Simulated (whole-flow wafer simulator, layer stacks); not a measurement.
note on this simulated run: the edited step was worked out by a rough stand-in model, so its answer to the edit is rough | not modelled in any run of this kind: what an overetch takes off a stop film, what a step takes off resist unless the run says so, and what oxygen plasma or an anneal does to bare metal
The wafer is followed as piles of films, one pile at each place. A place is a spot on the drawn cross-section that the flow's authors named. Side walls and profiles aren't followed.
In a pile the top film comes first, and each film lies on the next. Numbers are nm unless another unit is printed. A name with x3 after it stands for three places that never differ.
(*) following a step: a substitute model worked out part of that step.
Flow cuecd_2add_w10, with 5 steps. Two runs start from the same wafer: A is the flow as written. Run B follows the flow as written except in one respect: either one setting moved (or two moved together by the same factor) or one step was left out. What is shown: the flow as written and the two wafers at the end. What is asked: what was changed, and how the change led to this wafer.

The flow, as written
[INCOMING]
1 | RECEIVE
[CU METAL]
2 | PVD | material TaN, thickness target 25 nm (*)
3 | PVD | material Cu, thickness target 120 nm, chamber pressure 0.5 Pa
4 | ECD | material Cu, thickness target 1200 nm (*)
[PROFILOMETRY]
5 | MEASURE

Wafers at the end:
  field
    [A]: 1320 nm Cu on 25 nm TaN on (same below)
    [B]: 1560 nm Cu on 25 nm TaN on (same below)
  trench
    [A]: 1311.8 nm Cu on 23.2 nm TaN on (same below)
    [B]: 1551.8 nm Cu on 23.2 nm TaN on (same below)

What caused this: step 4, ECD: thickness target 1440 nm was run, though the flow has thickness target 1200 nm.

Step by step, how the change led to this:
  4 | ECD | material Cu, thickness target 1200 nm (*)
      field, trench: A +1200 Cu | B +1440 Cu
